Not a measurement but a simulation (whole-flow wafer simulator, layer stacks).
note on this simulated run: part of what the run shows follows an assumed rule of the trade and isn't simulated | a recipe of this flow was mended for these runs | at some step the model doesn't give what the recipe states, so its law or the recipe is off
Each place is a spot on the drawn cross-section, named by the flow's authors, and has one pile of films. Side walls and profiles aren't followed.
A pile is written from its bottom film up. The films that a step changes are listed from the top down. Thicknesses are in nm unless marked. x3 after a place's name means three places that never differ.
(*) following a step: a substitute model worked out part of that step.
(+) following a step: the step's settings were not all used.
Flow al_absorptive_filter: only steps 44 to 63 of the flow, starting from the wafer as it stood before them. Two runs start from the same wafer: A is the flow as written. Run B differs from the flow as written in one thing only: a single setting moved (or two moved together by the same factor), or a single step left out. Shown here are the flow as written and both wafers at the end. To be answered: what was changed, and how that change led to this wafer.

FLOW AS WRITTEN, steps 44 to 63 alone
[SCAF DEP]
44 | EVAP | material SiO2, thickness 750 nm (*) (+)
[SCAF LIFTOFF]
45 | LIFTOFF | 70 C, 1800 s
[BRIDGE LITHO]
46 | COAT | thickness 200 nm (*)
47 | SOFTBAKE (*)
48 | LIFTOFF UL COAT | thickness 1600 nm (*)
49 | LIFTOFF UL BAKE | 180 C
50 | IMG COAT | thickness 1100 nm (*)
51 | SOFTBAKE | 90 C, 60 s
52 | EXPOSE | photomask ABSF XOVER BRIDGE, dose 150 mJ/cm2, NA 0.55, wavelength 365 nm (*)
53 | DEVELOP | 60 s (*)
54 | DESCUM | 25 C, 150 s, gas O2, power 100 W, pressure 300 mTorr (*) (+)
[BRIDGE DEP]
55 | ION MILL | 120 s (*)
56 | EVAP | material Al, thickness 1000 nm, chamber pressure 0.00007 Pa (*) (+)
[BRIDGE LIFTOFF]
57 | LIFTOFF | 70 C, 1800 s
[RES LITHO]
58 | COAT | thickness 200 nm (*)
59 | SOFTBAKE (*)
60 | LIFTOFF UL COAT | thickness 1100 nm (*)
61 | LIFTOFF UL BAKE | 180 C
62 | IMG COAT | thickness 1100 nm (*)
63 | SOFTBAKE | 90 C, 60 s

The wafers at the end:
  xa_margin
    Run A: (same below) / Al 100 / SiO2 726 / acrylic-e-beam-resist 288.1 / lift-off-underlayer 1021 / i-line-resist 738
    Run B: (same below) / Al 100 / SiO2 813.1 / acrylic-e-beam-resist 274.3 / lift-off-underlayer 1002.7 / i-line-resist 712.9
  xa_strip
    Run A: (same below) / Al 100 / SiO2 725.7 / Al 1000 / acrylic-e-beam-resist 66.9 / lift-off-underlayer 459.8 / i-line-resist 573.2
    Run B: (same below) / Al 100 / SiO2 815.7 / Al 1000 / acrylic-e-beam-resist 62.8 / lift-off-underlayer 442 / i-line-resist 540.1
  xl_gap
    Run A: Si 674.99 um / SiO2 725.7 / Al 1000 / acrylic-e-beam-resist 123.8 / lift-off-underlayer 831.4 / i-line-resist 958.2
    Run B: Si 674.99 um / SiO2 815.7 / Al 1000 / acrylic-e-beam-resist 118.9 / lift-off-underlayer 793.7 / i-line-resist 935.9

The reason: step 44, EVAP: thickness 840 nm was run, though the flow has thickness 750 nm.

How this came from the change, step by step:
  44 | EVAP | material SiO2, thickness 750 nm (*) (+)
      gnd, pad_far, pad_near and 10 more: A +750 SiO2 (new film) | B +840 SiO2 (new film)
      xa_margin: A +726 SiO2 (new film) | B +813.1 SiO2 (new film)
  45 | LIFTOFF | 70 C, 1800 s
      gnd, xa_field, xl_land, idc_field: A -750 SiO2 (all of it), -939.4 i-line-resist (all of it), -1100 lift-off-underlayer (all of it), -200 acrylic-e-beam-resist (all of it) | B -840 SiO2 (all of it), -939.4 i-line-resist (all of it), -1100 lift-off-underlayer (all of it), -200 acrylic-e-beam-resist (all of it)
      pad_far: A -750 SiO2 (all of it), -937 i-line-resist (all of it), -1092.7 lift-off-underlayer (all of it), -198.5 acrylic-e-beam-resist (all of it) | B -840 SiO2 (all of it), -937 i-line-resist (all of it), -1092.7 lift-off-underlayer (all of it), -198.5 acrylic-e-beam-resist (all of it)
      (as well as at 5 more places)
  46 | COAT | thickness 200 nm (*)
      xa_margin: A +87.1 acrylic-e-beam-resist (new film) | B +84.4 acrylic-e-beam-resist (new film)
      xa_strip: A +156.7 acrylic-e-beam-resist (new film) | B +149.3 acrylic-e-beam-resist (new film)
      (as well as at 2 more places)
  48 | LIFTOFF UL COAT | thickness 1600 nm (*)
      xa_margin: A +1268 lift-off-underlayer (new film) | B +1224 lift-off-underlayer (new film)
      xa_strip: A +1219 lift-off-underlayer (new film) | B +1183.2 lift-off-underlayer (new film)
      (as well as at 2 more places)
  50 | IMG COAT | thickness 1100 nm (*)
      xa_strip: A +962 i-line-resist (new film) | B +941.4 i-line-resist (new film)
      xl_turn: A +969.7 i-line-resist (new film) | B +949.3 i-line-resist (new film)
  53 | DEVELOP | 60 s (*)
      xa_strip: A -960.1 i-line-resist (all of it), -1219 lift-off-underlayer (all of it) | B -939.2 i-line-resist (all of it), -1183.2 lift-off-underlayer (all of it)
      xl_gap: A -1001.2 i-line-resist (all of it), -1316.9 lift-off-underlayer (all of it) | B -985.1 i-line-resist (all of it), -1272.4 lift-off-underlayer (all of it)
      (as well as at 1 more place)
  54 | DESCUM | 25 C, 150 s, gas O2, power 100 W, pressure 300 mTorr (*) (+)
      xa_strip: A -156.7 acrylic-e-beam-resist (all of it) | B -149.3 acrylic-e-beam-resist (all of it)
      xl_gap: A -97.9 acrylic-e-beam-resist (all of it) | B -92.3 acrylic-e-beam-resist (all of it)
      (as well as at 1 more place)
  57 | LIFTOFF | 70 C, 1800 s
      xa_margin: A -1000 Al (all of it), -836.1 i-line-resist (all of it), -1268 lift-off-underlayer (all of it), -87.1 acrylic-e-beam-resist (all of it) | B -1000 Al (all of it), -818.6 i-line-resist (all of it), -1224 lift-off-underlayer (all of it), -84.4 acrylic-e-beam-resist (all of it)
  58 | COAT | thickness 200 nm (*)
      xa_margin: A +288.1 acrylic-e-beam-resist (new film) | B +274.3 acrylic-e-beam-resist (new film)
      xa_strip: A +66.9 acrylic-e-beam-resist (new film) | B +62.8 acrylic-e-beam-resist (new film)
      (as well as at 2 more places)
  60 | LIFTOFF UL COAT | thickness 1100 nm (*)
      xa_strip: A +459.8 lift-off-underlayer (new film) | B +442 lift-off-underlayer (new film)
      xl_gap: A +831.4 lift-off-underlayer (new film) | B +793.7 lift-off-underlayer (new film)
      (as well as at 1 more place)
  62 | IMG COAT | thickness 1100 nm (*)
      xa_margin: A +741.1 i-line-resist (new film) | B +716.2 i-line-resist (new film)
      xa_strip: A +577.9 i-line-resist (new film) | B +544.7 i-line-resist (new film)
      (as well as at 2 more places)
